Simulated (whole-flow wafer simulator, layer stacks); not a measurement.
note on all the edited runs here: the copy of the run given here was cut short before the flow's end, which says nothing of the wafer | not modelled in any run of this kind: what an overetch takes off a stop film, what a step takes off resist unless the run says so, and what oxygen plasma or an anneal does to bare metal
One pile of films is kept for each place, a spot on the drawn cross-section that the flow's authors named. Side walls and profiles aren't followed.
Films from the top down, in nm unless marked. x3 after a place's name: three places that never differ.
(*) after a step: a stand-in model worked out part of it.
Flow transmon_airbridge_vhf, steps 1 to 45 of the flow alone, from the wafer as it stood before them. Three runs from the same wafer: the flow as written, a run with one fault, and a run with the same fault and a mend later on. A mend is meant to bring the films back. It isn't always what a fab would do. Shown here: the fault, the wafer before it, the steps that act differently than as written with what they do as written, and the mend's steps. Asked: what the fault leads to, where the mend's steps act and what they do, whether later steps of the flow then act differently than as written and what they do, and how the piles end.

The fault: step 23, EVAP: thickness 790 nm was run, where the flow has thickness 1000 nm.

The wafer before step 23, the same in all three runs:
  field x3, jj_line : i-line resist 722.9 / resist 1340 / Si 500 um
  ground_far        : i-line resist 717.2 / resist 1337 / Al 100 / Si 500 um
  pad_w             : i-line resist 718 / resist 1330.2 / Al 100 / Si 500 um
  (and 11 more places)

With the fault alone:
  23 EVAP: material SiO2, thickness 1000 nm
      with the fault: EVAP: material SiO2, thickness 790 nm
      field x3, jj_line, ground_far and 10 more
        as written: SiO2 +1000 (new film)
        with the fault: SiO2 +790 (new film)
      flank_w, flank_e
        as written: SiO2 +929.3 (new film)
        with the fault: SiO2 +734.2 (new film)
  Later steps of the flow that act differently than as written (2 more steps differ only slightly, by at most 2% or 0.5 nm, whichever is larger, and aren't shown):
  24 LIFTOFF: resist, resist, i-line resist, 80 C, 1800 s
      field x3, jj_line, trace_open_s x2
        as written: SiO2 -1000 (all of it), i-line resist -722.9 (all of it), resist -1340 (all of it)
        with the fault: SiO2 -790 (all of it), i-line resist -722.9 (all of it), resist -1340 (all of it)
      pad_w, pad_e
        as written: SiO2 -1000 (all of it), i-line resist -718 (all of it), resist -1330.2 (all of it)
        with the fault: SiO2 -790 (all of it), i-line resist -718 (all of it), resist -1330.2 (all of it)
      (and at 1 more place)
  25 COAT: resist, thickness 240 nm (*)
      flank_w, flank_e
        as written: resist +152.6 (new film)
        with the fault: resist +159.7 (new film)
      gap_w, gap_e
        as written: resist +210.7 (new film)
        with the fault: resist +219.8 (new film)
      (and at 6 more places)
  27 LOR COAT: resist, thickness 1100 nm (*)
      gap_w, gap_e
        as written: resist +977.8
        with the fault: resist +1006.8
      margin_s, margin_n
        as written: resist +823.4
        with the fault: resist +874.1
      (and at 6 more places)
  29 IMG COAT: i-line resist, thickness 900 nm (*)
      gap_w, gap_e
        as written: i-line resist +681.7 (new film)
        with the fault: i-line resist +732.6 (new film)
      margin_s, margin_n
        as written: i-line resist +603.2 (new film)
        with the fault: i-line resist +669.7 (new film)
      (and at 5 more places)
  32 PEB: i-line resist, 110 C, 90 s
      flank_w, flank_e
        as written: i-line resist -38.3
        with the fault: i-line resist -40.4
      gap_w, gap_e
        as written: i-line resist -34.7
        with the fault: i-line resist -37.4
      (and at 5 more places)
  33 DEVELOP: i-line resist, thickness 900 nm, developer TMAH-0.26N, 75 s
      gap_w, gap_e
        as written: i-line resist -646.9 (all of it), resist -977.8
        with the fault: i-line resist -695.2 (all of it), resist -1006.8
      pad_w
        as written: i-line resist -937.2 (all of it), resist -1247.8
        with the fault: i-line resist -919.5 (all of it), resist -1215
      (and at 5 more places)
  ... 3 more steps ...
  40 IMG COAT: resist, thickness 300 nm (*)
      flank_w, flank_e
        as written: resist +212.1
        with the fault: resist +218.7
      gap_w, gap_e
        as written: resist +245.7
        with the fault: resist +254.6
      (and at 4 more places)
  At the end the piles differ from the flow's by more than 2% or 0.5 nm, whichever is larger, at pad_w, flank_w, gap_w and 7 more.
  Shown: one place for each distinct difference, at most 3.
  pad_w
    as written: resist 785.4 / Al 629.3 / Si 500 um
    with the fault: resist 767.2 / Al 629.5 / Si 500 um
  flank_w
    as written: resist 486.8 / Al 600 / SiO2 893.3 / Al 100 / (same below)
    with the fault: resist 509.1 / Al 600 / SiO2 698.2 / Al 100 / (same below)
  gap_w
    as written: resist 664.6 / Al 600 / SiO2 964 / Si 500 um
    with the fault: resist 682.5 / Al 600 / SiO2 754 / Si 500 um

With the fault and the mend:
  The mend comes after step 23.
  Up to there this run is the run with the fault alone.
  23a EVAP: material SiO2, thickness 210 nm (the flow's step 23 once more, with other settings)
      field x3, jj_line, ground_far and 10 more
        SiO2 +210
      flank_w, flank_e
        SiO2 +195.3
  No later step of the flow acts differently than as written, at any place that is followed, by more than 2% or 0.5 nm, whichever is larger.
  At the end the piles differ from the flow's only slightly at the places that both follow, by at most 2% or 0.5 nm, whichever is larger.
